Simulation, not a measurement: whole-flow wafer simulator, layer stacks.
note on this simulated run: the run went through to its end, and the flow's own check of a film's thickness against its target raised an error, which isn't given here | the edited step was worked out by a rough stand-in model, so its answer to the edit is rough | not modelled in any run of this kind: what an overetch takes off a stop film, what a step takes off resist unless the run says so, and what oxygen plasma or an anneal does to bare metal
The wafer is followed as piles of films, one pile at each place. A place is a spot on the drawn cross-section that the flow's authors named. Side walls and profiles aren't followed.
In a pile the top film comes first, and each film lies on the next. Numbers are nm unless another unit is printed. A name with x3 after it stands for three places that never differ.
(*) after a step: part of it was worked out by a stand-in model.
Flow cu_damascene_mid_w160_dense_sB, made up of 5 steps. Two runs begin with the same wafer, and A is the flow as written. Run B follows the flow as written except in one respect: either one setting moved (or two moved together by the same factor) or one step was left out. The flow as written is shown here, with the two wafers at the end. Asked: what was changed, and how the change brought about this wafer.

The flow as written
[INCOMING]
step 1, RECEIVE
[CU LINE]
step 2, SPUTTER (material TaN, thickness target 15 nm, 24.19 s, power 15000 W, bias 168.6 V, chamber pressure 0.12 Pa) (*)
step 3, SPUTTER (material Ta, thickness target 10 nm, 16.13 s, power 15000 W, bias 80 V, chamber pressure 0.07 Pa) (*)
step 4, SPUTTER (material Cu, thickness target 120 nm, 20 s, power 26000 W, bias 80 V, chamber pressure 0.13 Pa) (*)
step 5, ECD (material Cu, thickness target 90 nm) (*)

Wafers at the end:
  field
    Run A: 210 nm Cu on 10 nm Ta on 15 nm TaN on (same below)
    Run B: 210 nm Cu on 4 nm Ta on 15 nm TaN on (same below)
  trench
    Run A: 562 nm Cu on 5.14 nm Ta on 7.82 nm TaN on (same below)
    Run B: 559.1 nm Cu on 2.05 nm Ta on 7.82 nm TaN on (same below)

What caused this: step 3, SPUTTER: thickness target 4 nm was run, though the flow has thickness target 10 nm.
The wafer itself shows it: field has Ta 4, and step 3 as written asks for 10 nm.

How this came from the change, step by step:
  step 3, SPUTTER (material Ta, thickness target 10 nm, 16.13 s, power 15000 W, bias 80 V, chamber pressure 0.07 Pa) (*)
      field: A Ta gains 10 (new film) | B Ta gains 4 (new film)
      trench: A Ta gains 5.14 (new film) | B Ta gains 2.05 (new film)
